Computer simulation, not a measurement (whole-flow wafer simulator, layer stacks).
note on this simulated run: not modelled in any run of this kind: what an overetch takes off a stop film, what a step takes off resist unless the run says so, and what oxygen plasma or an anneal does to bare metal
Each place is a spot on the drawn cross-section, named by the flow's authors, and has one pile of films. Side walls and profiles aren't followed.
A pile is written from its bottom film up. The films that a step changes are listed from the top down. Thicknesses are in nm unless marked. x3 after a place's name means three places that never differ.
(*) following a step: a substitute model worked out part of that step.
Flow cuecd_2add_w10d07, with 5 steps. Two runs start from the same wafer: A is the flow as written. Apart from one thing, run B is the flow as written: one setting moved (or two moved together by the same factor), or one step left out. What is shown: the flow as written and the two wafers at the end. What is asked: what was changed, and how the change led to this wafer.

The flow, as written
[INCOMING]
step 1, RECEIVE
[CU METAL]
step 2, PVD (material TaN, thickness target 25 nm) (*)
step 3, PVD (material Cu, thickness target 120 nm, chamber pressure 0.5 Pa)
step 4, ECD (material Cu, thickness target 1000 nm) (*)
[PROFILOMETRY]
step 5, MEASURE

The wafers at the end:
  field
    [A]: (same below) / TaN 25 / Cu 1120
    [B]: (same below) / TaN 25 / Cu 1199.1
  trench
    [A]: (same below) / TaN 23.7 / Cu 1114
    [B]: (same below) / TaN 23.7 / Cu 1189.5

The reason: step 3, PVD: thickness target 199.1 nm was run, though the flow has thickness target 120 nm.

How this came from the change, step by step:
  step 3, PVD (material Cu, thickness target 120 nm, chamber pressure 0.5 Pa)
      field: A Cu gains 120 (new film) | B Cu gains 199.1 (new film)
      trench: A Cu gains 114 (new film) | B Cu gains 189.5 (new film)
